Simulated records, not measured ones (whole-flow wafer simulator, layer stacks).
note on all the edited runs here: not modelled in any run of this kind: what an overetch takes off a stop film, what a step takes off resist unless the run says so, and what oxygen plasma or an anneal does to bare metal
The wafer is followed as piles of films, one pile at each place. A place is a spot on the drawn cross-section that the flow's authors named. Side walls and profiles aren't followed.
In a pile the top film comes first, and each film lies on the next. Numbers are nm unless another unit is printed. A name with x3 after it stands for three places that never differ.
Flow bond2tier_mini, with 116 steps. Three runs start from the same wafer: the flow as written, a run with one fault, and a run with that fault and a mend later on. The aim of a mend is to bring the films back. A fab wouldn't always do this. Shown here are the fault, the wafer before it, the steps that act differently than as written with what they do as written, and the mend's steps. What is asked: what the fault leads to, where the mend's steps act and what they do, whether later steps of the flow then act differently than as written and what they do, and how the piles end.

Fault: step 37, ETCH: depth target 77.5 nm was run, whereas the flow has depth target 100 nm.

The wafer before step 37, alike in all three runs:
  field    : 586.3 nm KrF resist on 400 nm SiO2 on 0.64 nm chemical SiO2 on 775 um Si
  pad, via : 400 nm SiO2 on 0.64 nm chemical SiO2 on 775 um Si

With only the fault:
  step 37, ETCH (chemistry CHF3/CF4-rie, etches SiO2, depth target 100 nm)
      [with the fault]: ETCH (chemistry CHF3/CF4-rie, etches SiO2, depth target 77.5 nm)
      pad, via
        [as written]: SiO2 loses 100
        [with the fault]: SiO2 loses 77.5
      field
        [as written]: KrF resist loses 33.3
        [with the fault]: KrF resist loses 25.8
  Steps later in the flow that act otherwise than as written (not shown: 2 more steps that differ only slightly, by at most 2% or 0.5 nm, whichever is larger):
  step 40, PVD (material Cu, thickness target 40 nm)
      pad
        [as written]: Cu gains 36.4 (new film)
        [with the fault]: Cu gains 37.2 (new film)
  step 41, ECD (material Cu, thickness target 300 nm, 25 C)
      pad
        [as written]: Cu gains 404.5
        [with the fault]: Cu gains 381
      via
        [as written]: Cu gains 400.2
        [with the fault]: Cu gains 377.6
  The piles end different from the flow's at pad by more than 2% or 0.5 nm, whichever is larger.
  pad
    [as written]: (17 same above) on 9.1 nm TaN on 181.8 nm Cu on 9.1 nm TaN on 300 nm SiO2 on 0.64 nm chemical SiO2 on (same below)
    [with the fault]: (17 same above) on 9.1 nm TaN on 159.1 nm Cu on 9.3 nm TaN on 322.5 nm SiO2 on 0.64 nm chemical SiO2 on (same below)

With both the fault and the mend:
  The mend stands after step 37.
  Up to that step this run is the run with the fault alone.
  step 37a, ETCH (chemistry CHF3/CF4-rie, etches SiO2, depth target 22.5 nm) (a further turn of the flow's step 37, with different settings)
      pad, via
        SiO2 loses 22.5
      field
        KrF resist loses 7.5
  Later steps of the flow that are run all act as written at every place that is followed.
  At every place that both follow, the piles at the end match the flow's.
